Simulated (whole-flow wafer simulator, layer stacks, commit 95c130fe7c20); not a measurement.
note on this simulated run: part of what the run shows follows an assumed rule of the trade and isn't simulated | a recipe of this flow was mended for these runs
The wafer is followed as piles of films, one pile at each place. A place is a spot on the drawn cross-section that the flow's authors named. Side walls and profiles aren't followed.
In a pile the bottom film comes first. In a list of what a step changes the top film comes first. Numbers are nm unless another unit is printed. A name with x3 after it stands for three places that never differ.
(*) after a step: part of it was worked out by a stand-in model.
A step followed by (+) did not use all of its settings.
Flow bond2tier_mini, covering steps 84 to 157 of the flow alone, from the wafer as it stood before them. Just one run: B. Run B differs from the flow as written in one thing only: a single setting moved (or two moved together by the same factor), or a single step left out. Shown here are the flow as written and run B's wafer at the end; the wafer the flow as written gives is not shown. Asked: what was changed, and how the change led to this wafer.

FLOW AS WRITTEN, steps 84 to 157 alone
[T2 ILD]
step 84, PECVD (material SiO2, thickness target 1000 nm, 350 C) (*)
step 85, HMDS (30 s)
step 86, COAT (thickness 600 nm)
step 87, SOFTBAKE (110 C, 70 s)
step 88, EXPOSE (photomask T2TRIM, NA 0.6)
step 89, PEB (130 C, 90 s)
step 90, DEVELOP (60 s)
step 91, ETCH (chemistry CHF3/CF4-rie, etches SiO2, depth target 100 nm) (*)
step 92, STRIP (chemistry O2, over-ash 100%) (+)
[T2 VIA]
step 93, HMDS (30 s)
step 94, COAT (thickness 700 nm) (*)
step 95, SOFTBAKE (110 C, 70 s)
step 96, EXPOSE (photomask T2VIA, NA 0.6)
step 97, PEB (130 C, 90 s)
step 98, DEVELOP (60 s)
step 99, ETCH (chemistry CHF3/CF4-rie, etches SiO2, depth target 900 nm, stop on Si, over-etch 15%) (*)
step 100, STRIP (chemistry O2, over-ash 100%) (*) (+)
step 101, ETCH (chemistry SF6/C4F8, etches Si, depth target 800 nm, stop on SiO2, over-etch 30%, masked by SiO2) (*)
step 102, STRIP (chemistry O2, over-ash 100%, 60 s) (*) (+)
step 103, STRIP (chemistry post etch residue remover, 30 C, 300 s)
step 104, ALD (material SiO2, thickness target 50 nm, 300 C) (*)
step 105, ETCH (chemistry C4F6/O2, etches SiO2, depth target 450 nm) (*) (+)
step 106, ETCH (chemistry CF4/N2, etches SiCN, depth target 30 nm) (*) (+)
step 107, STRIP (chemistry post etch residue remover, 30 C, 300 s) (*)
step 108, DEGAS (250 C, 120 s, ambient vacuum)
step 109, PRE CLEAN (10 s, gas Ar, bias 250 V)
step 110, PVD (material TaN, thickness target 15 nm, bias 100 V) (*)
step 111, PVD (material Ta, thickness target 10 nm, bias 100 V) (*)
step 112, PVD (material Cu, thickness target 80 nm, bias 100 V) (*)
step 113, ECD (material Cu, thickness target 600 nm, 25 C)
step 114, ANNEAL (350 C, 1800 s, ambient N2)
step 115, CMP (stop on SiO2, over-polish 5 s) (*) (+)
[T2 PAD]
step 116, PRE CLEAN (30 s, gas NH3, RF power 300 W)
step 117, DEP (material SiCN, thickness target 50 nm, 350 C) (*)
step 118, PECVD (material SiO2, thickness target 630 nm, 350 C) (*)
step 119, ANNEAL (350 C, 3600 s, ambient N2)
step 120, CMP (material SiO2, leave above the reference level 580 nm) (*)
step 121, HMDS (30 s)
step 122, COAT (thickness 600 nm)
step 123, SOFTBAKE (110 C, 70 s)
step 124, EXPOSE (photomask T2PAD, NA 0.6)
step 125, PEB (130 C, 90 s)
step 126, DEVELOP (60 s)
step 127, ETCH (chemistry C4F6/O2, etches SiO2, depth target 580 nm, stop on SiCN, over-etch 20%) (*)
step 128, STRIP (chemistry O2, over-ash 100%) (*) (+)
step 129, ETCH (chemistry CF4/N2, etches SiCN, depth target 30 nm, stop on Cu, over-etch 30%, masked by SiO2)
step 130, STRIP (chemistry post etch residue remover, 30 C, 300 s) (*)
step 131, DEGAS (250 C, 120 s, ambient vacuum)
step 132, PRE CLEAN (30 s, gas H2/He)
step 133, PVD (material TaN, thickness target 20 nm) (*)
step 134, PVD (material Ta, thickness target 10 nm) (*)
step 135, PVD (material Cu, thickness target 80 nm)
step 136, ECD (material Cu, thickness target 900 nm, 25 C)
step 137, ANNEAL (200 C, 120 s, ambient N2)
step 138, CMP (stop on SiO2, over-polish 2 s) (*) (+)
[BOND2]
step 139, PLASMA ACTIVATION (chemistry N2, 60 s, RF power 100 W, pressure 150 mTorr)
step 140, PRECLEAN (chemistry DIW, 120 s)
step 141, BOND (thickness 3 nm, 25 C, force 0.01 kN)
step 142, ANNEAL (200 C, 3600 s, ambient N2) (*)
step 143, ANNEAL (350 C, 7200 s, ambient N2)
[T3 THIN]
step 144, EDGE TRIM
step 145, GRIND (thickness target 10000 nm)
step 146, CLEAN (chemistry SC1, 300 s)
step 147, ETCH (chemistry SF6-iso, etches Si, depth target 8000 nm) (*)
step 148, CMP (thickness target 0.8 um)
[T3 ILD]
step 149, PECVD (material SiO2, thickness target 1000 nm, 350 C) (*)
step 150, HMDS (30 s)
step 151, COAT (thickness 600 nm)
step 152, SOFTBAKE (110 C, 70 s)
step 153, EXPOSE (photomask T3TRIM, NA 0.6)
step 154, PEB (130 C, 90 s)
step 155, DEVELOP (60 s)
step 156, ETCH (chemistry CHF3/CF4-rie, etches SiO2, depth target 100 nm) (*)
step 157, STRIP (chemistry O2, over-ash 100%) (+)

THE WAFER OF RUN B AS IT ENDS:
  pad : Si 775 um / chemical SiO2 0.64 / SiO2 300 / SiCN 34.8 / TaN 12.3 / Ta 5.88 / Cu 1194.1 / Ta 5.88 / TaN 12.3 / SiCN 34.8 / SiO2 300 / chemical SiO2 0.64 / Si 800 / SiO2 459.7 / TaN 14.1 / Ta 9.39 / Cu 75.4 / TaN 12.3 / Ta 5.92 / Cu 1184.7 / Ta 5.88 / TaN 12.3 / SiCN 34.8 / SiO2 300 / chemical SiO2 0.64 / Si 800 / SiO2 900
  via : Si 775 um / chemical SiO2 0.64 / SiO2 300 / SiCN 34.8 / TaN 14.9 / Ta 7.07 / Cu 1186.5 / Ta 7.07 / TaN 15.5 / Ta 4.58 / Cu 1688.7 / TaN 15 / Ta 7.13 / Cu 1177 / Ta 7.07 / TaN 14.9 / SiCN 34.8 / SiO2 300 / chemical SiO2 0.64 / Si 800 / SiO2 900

What caused this: step 91, ETCH: depth target 107.2 nm was run, though the flow has depth target 100 nm.

The path from the change to this, step by step:
  step 91, ETCH (chemistry CHF3/CF4-rie, etches SiO2, depth target 100 nm) (*)
      pad, via: -107.2 SiO2 (it would be, as written: -100 SiO2)
      field: -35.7 thick-KrF-resist (it would be, as written: -33.3 thick-KrF-resist)
  step 99, ETCH (chemistry CHF3/CF4-rie, etches SiO2, depth target 900 nm, stop on Si, over-etch 15%) (*)
      via: -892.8 SiO2 (all of it), -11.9 Si (it would be, as written: -900 SiO2 (all of it), -11.2 Si)
